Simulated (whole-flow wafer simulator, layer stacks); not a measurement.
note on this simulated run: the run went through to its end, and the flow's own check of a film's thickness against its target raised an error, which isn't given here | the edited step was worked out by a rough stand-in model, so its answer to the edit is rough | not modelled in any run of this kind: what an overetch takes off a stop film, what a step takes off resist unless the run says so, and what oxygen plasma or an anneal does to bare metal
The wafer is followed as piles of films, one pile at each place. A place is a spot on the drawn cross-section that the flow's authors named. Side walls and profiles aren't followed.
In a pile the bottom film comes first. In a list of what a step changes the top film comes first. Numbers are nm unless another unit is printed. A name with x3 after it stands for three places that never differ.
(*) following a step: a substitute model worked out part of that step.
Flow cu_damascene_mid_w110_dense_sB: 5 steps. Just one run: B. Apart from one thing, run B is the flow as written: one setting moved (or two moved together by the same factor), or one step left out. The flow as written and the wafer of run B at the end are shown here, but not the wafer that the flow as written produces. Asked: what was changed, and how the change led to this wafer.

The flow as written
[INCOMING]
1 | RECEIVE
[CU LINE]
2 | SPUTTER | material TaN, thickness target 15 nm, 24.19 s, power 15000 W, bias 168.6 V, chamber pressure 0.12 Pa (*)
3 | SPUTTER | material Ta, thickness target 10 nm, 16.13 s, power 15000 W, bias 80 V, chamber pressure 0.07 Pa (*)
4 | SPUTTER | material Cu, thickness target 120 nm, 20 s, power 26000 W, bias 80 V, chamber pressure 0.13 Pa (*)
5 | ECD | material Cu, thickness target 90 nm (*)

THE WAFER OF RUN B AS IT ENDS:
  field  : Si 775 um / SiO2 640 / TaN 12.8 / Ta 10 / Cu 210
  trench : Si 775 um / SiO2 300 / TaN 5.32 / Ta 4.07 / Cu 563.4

The reason: step 2, SPUTTER: thickness target 12.8 nm was run, while the flow as written has thickness target 15 nm; step 2, SPUTTER: 20.56 s was run, where the flow has 24.19 s.
The wafer lets one read it off: field has TaN 12.8, and step 2 as written asks for 15 nm.

The path from the change to this, step by step:
  2 | SPUTTER | material TaN, thickness target 15 nm, 24.19 s, power 15000 W, bias 168.6 V, chamber pressure 0.12 Pa (*)
      field: TaN gains 12.8 (new film) (as written it would have been: TaN gains 15 (new film))
      trench: TaN gains 5.32 (new film) (as written it would have been: TaN gains 6.23 (new film))
